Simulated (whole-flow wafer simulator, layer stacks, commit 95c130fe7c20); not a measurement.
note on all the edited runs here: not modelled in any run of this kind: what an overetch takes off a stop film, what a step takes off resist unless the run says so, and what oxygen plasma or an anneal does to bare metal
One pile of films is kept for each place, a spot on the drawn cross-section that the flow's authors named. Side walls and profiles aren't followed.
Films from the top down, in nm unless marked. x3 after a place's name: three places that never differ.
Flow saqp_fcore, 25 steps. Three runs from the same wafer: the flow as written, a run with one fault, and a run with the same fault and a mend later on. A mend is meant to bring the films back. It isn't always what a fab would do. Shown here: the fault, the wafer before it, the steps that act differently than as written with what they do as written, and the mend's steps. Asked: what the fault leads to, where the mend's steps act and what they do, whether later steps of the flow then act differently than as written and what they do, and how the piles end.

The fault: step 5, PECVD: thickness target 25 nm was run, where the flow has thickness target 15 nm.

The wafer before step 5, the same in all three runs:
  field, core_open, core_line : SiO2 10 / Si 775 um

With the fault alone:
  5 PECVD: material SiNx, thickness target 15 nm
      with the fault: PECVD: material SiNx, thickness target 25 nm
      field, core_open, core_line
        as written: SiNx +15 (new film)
        with the fault: SiNx +25 (new film)
  No later step of the flow acts differently than as written at any place that is followed.
  At the end the piles differ from the flow's by more than 2% or 0.5 nm, whichever is larger, at field, core_open, core_line.
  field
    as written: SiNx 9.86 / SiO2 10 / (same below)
    with the fault: SiNx 19.9 / SiO2 10 / (same below)
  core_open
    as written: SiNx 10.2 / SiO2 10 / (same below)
    with the fault: SiNx 20.2 / SiO2 10 / (same below)
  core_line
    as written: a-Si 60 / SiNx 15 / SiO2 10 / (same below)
    with the fault: a-Si 60 / SiNx 25 / SiO2 10 / (same below)

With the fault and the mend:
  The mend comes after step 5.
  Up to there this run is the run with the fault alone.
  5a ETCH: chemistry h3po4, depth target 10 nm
      field, core_open, core_line
        SiNx -10
  No later step of the flow acts differently than as written at any place that is followed.
  At the end the piles are the same as the flow's at every place that both follow.
